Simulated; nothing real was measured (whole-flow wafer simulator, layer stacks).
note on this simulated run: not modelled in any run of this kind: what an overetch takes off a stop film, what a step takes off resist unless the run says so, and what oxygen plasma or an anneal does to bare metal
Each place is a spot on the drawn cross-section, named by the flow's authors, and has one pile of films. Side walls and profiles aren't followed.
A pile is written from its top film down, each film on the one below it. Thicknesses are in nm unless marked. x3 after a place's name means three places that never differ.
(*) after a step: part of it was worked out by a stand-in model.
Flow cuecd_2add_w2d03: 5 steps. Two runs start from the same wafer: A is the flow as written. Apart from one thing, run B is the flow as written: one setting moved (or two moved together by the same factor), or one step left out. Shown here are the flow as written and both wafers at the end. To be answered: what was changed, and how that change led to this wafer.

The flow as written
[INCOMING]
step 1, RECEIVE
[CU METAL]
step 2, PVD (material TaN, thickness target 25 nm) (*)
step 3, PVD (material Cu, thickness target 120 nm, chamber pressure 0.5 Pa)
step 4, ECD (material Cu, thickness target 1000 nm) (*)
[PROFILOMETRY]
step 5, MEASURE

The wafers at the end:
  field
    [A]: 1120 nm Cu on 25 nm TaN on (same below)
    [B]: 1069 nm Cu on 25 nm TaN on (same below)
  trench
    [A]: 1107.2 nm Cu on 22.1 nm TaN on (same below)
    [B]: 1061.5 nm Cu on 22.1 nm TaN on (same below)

Cause: step 3, PVD: thickness target 69 nm was run, while the flow as written has thickness target 120 nm.

The path from the change to this, step by step:
  step 3, PVD (material Cu, thickness target 120 nm, chamber pressure 0.5 Pa)
      field: A +120 Cu (new film) | B +69 Cu (new film)
      trench: A +107.2 Cu (new film) | B +61.5 Cu (new film)
